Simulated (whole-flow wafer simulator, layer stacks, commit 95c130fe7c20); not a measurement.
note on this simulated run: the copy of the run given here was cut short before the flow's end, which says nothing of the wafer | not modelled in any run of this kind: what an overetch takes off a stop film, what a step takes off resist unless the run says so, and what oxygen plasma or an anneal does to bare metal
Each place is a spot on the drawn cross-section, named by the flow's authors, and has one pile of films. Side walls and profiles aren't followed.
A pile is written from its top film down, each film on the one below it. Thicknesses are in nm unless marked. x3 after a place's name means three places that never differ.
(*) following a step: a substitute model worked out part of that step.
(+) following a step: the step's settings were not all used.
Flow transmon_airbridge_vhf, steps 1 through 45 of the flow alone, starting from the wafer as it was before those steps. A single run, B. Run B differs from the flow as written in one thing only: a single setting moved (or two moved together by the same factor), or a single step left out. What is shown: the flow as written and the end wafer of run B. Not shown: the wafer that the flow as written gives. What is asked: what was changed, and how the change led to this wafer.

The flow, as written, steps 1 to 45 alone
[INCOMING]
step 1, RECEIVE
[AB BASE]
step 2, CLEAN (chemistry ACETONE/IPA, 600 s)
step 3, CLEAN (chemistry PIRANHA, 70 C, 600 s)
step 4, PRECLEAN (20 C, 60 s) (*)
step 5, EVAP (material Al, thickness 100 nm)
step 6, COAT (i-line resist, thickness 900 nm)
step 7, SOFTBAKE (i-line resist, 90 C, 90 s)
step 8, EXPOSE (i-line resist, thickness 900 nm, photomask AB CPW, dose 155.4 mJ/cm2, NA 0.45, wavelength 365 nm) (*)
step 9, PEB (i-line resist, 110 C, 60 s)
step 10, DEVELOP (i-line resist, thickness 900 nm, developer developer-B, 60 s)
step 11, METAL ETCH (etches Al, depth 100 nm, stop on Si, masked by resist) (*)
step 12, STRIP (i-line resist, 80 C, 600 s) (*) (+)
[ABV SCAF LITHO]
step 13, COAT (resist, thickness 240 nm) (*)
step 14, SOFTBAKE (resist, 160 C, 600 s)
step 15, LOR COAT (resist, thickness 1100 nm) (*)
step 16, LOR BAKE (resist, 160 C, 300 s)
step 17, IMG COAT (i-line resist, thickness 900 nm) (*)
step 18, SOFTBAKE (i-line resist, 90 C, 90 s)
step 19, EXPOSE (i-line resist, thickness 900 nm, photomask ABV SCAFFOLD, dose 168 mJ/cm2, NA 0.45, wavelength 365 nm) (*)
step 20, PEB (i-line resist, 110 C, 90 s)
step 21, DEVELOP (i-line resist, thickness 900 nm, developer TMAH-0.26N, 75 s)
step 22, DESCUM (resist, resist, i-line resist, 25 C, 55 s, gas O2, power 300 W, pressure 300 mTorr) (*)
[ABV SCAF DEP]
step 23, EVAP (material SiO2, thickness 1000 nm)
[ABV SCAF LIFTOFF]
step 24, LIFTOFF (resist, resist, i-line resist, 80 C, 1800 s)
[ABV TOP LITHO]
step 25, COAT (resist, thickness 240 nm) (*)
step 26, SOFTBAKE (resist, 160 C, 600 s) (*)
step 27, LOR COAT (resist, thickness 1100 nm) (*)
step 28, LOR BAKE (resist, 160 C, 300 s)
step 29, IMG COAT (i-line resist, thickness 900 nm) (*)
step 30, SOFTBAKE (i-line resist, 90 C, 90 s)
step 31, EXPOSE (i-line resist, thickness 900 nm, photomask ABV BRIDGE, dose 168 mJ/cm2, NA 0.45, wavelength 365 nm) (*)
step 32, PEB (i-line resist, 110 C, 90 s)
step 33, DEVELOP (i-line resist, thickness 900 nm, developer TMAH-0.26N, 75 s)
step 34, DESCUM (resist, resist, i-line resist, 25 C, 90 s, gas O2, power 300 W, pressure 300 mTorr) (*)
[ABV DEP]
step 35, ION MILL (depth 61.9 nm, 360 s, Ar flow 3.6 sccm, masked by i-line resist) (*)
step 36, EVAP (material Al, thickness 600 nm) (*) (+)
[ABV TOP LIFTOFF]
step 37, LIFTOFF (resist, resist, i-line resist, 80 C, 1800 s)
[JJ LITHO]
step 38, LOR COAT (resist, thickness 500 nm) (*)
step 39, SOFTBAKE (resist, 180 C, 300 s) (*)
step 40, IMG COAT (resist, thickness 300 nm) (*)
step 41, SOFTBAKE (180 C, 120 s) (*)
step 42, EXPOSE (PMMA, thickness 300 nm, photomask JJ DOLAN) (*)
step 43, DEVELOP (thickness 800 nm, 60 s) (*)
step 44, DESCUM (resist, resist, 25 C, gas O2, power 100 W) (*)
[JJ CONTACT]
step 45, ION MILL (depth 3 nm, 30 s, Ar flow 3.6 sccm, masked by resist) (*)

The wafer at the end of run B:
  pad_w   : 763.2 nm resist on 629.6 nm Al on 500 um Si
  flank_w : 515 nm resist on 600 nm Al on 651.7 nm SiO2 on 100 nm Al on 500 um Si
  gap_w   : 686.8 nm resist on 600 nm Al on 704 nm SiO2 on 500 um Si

The reason: step 23, EVAP: thickness 740 nm was run, while the flow as written has thickness 1000 nm.

How this came from the change, step by step:
  step 23, EVAP (material SiO2, thickness 1000 nm)
      field x3, jj_line, ground_far and 10 more: +740 SiO2 (new film) (as written it would have been: +1000 SiO2 (new film))
      flank_w, flank_e: +687.7 SiO2 (new film) (as written it would have been: +929.3 SiO2 (new film))
  step 24, LIFTOFF (resist, resist, i-line resist, 80 C, 1800 s)
      field x3, jj_line, trace_open_s x2: -740 SiO2 (all of it), -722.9 i-line resist (all of it), -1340 resist (all of it) (as written it would have been: -1000 SiO2 (all of it), -722.9 i-line resist (all of it), -1340 resist (all of it))
      pad_w, pad_e: -740 SiO2 (all of it), -718 i-line resist (all of it), -1330.2 resist (all of it) (as written it would have been: -1000 SiO2 (all of it), -718 i-line resist (all of it), -1330.2 resist (all of it))
      (as well as at 1 more place)
  step 25, COAT (resist, thickness 240 nm) (*)
      flank_w, flank_e: +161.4 resist (new film) (as written it would have been: +152.6 resist (new film))
      gap_w, gap_e: +221.9 resist (new film) (as written it would have been: +210.7 resist (new film))
      (as well as at 6 more places)
  step 27, LOR COAT (resist, thickness 1100 nm) (*)
      gap_w, gap_e: +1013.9 resist (as written it would have been: +977.8 resist)
      margin_s, margin_n: +886.8 resist (as written it would have been: +823.4 resist)
      (as well as at 6 more places)
  step 29, IMG COAT (i-line resist, thickness 900 nm) (*)
      gap_w, gap_e: +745 i-line resist (new film) (as written it would have been: +681.7 i-line resist (new film))
      margin_s, margin_n: +685.2 i-line resist (new film) (as written it would have been: +603.2 i-line resist (new film))
      (as well as at 7 more places)
  step 32, PEB (i-line resist, 110 C, 90 s)
      pad_w, pad_e: -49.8 i-line resist (as written it would have been: -51 i-line resist)
      flank_w, flank_e: -40.9 i-line resist (as written it would have been: -38.3 i-line resist)
      (as well as at 7 more places)
  step 33, DEVELOP (i-line resist, thickness 900 nm, developer TMAH-0.26N, 75 s)
      gap_w, gap_e: -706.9 i-line resist (all of it), -1013.9 resist (as written it would have been: -646.9 i-line resist (all of it), -977.8 resist)
      pad_w: -915.1 i-line resist (all of it), -1207.1 resist (as written it would have been: -937.2 i-line resist (all of it), -1247.8 resist)
      (as well as at 5 more places)
  step 34, DESCUM (resist, resist, i-line resist, 25 C, 90 s, gas O2, power 300 W, pressure 300 mTorr) (*)
      flank_w, flank_e: -161.4 resist (all of it) (as written it would have been: -152.6 resist (all of it))
      gap_w, gap_e: -221.9 resist (all of it) (as written it would have been: -210.7 resist (all of it))
      (as well as at 4 more places)
  step 37, LIFTOFF (resist, resist, i-line resist, 80 C, 1800 s)
      margin_s, margin_n: -600 Al (all of it), -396 i-line resist (all of it), -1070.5 resist (all of it) (as written it would have been: -600 Al (all of it), -318.3 i-line resist (all of it), -992 resist (all of it))
      ground_far: -600 Al (all of it), -685.5 i-line resist (all of it), -1376 resist (all of it) (as written it would have been: -600 Al (all of it), -717.9 i-line resist (all of it), -1384.9 resist (all of it))
  step 38, LOR COAT (resist, thickness 500 nm) (*)
      pad_w, pad_e: +501.9 resist (new film) (as written it would have been: +517 resist (new film))
      flank_w, flank_e: +326.4 resist (new film) (as written it would have been: +306.5 resist (new film))
      (as well as at 6 more places)
  step 40, IMG COAT (resist, thickness 300 nm) (*)
      pad_w, pad_e: +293 resist (as written it would have been: +300.1 resist)
      flank_w, flank_e: +220.5 resist (as written it would have been: +212.1 resist)
      (as well as at 6 more places)
